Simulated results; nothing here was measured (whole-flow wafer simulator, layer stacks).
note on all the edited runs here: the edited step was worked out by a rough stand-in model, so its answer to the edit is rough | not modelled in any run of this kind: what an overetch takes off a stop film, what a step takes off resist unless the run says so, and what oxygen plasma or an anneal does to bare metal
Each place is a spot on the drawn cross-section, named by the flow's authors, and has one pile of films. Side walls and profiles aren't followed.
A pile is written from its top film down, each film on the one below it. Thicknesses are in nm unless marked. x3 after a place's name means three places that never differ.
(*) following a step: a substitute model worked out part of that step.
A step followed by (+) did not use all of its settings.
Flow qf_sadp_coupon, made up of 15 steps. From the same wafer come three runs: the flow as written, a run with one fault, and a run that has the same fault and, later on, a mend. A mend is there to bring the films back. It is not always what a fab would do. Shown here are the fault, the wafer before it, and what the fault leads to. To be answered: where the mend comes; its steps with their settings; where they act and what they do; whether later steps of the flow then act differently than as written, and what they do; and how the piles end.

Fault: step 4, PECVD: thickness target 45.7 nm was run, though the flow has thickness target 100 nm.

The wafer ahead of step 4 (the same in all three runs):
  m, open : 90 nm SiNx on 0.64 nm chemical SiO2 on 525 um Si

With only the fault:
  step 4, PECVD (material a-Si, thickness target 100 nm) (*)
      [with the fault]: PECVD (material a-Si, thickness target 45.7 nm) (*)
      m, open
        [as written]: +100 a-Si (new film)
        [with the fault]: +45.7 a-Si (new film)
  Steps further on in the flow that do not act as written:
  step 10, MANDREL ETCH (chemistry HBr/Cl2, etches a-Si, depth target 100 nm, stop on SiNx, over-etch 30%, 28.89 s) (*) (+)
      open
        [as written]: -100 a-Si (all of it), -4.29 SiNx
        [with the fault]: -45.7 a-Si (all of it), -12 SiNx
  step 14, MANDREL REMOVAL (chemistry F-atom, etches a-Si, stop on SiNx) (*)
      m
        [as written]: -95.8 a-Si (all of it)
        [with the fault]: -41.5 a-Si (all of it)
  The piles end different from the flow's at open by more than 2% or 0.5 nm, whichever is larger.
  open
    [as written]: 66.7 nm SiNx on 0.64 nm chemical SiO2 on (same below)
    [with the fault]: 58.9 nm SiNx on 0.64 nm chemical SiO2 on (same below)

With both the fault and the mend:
  The mend follows step 4.
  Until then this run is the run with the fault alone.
  step 4a, PECVD (material a-Si, thickness target 54.3 nm) (*) (the flow's step 4 again, with other settings)
      m, open
        +54.3 a-Si
  None of the later steps of the flow acts differently than as written at any place that is followed.
  By the end, the piles equal the flow's at every place that both follow.
